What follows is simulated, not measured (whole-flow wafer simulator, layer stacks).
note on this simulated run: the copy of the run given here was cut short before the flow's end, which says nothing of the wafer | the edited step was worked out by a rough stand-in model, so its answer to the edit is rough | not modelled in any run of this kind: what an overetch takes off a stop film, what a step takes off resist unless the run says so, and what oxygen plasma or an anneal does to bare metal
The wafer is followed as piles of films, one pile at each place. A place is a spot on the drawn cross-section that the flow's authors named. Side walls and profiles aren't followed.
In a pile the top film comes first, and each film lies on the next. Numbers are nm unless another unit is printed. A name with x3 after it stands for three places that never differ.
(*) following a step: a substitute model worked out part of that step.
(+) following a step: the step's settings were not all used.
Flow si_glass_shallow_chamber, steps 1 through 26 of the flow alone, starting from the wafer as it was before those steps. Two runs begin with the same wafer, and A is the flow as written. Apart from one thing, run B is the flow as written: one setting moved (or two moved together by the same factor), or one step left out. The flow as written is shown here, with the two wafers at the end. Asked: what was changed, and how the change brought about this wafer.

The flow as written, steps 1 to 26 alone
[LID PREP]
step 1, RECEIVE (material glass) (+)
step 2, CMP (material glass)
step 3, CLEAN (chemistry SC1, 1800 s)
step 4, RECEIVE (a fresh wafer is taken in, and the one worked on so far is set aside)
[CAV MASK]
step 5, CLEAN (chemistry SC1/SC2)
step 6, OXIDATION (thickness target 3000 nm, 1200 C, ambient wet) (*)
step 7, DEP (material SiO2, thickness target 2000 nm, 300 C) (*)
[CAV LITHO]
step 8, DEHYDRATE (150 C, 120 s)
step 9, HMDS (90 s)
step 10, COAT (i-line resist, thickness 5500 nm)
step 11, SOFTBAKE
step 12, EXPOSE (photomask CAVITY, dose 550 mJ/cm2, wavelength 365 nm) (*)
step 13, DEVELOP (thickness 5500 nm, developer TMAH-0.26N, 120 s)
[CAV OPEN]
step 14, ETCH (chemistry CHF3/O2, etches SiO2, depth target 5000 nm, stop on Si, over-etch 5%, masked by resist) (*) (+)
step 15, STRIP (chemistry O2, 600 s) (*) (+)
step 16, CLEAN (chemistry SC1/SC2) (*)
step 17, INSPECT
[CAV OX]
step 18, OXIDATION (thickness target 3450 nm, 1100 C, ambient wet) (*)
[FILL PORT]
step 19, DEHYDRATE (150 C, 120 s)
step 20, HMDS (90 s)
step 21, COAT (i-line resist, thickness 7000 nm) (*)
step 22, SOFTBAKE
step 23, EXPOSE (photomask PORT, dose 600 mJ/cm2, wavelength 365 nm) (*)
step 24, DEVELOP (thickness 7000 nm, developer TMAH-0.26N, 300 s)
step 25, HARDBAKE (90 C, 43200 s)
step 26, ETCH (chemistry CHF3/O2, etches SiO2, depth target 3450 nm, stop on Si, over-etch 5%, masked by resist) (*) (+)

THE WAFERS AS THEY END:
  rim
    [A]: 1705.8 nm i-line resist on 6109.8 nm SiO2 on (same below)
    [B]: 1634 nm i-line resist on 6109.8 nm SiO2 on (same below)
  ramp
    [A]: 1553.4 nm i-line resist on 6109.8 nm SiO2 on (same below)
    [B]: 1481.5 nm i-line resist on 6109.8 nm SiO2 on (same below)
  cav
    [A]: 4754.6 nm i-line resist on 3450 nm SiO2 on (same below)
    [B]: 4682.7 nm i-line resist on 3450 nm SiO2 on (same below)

Cause: step 26, ETCH: over-etch 7.5% was run, though the flow has over-etch 5%.

Step by step, how the change led to this:
  step 26, ETCH (chemistry CHF3/O2, etches SiO2, depth target 3450 nm, stop on Si, over-etch 5%, masked by resist) (*) (+)
      rim, ramp, cav, ring: A -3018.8 i-line resist | B -3090.6 i-line resist
      port: A -3450 SiO2 (all of it), -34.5 Si | B -3450 SiO2 (all of it), -51.8 Si
      (as well as at 1 more place)
